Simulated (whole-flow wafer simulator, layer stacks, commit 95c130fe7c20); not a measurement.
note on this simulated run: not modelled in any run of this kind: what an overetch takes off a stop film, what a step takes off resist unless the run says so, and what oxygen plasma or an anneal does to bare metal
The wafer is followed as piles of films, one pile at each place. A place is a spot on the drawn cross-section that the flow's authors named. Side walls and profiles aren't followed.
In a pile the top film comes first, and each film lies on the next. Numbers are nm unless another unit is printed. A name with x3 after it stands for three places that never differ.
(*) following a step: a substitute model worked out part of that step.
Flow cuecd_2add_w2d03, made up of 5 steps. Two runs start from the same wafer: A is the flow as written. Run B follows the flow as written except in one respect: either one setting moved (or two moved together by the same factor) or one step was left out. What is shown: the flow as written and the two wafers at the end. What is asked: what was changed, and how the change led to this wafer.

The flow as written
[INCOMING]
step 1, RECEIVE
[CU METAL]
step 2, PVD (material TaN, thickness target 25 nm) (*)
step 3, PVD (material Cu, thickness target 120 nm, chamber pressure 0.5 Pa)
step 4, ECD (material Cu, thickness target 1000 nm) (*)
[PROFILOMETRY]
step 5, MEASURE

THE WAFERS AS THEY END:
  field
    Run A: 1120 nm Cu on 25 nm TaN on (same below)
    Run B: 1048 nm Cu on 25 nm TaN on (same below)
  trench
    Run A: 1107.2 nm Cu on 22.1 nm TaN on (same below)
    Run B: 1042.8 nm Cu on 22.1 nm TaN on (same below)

What caused this: step 3, PVD: thickness target 48 nm was run, while the flow as written has thickness target 120 nm.

How this came from the change, step by step:
  step 3, PVD (material Cu, thickness target 120 nm, chamber pressure 0.5 Pa)
      field: A +120 Cu (new film) | B +48 Cu (new film)
      trench: A +107.2 Cu (new film) | B +42.8 Cu (new film)
